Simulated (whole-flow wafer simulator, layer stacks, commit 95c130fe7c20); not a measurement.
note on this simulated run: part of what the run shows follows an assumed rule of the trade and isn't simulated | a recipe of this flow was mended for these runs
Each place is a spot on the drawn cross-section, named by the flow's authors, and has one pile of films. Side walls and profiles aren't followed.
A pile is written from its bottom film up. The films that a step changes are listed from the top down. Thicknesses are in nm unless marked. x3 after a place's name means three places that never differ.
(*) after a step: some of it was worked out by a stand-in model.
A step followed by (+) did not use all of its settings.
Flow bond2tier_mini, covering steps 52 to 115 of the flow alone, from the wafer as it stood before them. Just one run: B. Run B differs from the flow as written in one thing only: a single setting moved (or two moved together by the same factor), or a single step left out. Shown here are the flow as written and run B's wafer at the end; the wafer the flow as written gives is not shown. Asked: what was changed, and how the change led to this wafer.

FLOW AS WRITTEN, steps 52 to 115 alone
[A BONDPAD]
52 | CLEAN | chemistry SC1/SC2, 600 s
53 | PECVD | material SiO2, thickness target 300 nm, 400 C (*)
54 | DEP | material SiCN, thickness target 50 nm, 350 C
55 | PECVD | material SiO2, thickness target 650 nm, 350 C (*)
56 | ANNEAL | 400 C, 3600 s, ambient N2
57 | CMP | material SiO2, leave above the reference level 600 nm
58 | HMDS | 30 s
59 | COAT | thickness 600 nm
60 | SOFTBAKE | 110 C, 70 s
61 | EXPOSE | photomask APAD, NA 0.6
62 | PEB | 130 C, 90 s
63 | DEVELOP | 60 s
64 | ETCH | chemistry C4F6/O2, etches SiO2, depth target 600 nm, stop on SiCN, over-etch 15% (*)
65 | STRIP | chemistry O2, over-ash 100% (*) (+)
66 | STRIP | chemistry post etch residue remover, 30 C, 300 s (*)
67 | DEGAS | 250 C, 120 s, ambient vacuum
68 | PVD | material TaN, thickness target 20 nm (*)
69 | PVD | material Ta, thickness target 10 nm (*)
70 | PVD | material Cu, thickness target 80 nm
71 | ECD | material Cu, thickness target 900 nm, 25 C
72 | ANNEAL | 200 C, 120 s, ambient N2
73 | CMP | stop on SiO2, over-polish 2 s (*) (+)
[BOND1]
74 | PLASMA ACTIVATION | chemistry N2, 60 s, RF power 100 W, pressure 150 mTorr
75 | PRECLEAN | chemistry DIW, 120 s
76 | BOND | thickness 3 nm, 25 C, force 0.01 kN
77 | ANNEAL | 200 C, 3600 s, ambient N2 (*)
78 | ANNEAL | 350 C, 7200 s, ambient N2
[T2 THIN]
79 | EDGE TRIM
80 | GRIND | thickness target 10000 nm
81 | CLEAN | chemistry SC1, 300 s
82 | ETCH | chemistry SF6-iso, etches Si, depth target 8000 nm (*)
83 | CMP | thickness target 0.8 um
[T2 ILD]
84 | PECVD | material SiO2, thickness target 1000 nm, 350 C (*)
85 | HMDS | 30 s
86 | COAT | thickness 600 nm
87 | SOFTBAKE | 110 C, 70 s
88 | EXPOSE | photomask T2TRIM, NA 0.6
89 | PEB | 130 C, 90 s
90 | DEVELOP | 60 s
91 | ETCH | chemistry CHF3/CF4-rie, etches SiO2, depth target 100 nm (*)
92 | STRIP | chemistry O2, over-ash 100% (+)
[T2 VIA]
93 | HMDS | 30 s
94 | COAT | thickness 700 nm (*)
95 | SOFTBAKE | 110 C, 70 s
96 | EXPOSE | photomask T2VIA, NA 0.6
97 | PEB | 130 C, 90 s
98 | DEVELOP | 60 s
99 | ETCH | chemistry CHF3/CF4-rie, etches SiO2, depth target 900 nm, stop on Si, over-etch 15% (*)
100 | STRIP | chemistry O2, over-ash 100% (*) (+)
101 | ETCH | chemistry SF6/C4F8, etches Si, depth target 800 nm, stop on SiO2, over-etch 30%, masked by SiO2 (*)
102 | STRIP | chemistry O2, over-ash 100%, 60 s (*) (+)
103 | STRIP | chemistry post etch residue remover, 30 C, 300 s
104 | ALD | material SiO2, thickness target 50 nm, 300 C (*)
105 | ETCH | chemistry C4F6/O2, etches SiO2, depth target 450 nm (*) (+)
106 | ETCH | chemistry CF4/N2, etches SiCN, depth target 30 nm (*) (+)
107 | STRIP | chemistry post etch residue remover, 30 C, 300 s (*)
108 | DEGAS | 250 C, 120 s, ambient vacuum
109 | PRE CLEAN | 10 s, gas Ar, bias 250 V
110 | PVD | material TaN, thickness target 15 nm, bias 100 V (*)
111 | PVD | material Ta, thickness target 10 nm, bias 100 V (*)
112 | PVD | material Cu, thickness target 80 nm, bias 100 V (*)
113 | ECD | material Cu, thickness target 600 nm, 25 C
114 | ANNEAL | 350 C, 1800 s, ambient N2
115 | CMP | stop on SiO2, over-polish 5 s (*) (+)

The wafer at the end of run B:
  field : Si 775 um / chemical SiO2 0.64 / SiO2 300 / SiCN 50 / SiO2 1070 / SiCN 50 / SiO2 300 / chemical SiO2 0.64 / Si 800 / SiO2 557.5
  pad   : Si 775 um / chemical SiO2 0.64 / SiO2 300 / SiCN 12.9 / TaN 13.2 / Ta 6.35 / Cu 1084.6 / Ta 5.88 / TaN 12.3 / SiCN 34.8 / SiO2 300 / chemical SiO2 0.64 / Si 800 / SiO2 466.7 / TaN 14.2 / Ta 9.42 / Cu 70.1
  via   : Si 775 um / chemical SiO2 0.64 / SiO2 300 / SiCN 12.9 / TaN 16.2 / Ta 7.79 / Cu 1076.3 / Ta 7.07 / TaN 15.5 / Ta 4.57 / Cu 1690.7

What caused this: step 57, CMP: leave above the reference level 470 nm was run, while the flow as written has leave above the reference level 600 nm; step 59, COAT: thickness 470 nm was run, where the flow has thickness 600 nm.

The path from the change to this, step by step:
  57 | CMP | material SiO2, leave above the reference level 600 nm
      field, pad, via: -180 SiO2 (in the flow as written it would be: -50 SiO2)
  59 | COAT | thickness 600 nm
      field, pad, via: +470 thick-KrF-resist (new film) (in the flow as written it would be: +600 thick-KrF-resist (new film))
  62 | PEB | 130 C, 90 s
      field, pad, via: -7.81 thick-KrF-resist (in the flow as written it would be: -10.3 thick-KrF-resist)
  63 | DEVELOP | 60 s
      pad, via: -462.2 thick-KrF-resist (all of it) (in the flow as written it would be: -589.7 thick-KrF-resist (all of it))
  64 | ETCH | chemistry C4F6/O2, etches SiO2, depth target 600 nm, stop on SiCN, over-etch 15% (*)
      pad, via: -470 SiO2 (all of it), -37.1 SiCN (in the flow as written it would be: -600 SiO2 (all of it), -15.2 SiCN)
      field: -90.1 thick-KrF-resist (in the flow as written it would be: -115 thick-KrF-resist)
  65 | STRIP | chemistry O2, over-ash 100% (*) (+)
      field: -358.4 thick-KrF-resist (all of it) (in the flow as written it would be: -460.9 thick-KrF-resist (all of it))
  68 | PVD | material TaN, thickness target 20 nm (*)
      pad: +13.2 TaN (new film) (in the flow as written it would be: +12.3 TaN (new film))
      via: +16.2 TaN (new film) (in the flow as written it would be: +14.9 TaN (new film))
  69 | PVD | material Ta, thickness target 10 nm (*)
      via: +7.79 Ta (new film) (in the flow as written it would be: +7.07 Ta (new film))
  70 | PVD | material Cu, thickness target 80 nm
      pad: +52 Cu (new film) (in the flow as written it would be: +48.4 Cu (new film))
      via: +64.4 Cu (new film) (in the flow as written it would be: +59 Cu (new film))
  71 | ECD | material Cu, thickness target 900 nm, 25 C
      pad: +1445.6 Cu (in the flow as written it would be: +1558.7 Cu)
      via: +1428.7 Cu (in the flow as written it would be: +1544.3 Cu)
